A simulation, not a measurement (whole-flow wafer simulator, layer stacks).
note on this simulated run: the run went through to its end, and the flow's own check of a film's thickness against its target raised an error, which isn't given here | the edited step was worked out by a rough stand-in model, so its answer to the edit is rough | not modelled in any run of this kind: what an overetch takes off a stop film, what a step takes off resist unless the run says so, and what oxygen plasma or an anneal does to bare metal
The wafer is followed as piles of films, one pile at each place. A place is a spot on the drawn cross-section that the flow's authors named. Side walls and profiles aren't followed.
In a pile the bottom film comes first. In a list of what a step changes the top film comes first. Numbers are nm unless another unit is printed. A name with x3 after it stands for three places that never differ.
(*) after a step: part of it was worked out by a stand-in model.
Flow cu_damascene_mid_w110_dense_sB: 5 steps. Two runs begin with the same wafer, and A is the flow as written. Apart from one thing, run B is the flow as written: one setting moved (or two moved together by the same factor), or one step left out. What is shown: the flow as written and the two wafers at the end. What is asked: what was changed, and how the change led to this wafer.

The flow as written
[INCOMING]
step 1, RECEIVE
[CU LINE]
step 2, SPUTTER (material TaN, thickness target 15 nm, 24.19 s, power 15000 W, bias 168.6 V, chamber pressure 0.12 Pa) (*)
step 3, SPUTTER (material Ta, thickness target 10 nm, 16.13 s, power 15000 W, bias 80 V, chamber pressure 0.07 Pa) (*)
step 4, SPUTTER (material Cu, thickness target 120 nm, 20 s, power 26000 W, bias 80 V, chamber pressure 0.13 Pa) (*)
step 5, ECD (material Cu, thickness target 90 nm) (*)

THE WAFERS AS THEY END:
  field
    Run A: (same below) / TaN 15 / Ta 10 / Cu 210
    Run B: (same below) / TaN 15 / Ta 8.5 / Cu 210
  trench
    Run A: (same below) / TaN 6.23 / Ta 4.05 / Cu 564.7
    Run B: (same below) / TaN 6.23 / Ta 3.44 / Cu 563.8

The reason: step 3, SPUTTER: thickness target 8.5 nm was run, whereas the flow has thickness target 10 nm; step 3, SPUTTER: 13.71 s was run, where the flow has 16.13 s.
One can read it off the wafer: field has Ta 8.5, and step 3 as written asks for 10 nm.

Step by step, how the change led to this:
  step 3, SPUTTER (material Ta, thickness target 10 nm, 16.13 s, power 15000 W, bias 80 V, chamber pressure 0.07 Pa) (*)
      field: A Ta gains 10 (new film) | B Ta gains 8.5 (new film)
      trench: A Ta gains 4.05 (new film) | B Ta gains 3.44 (new film)
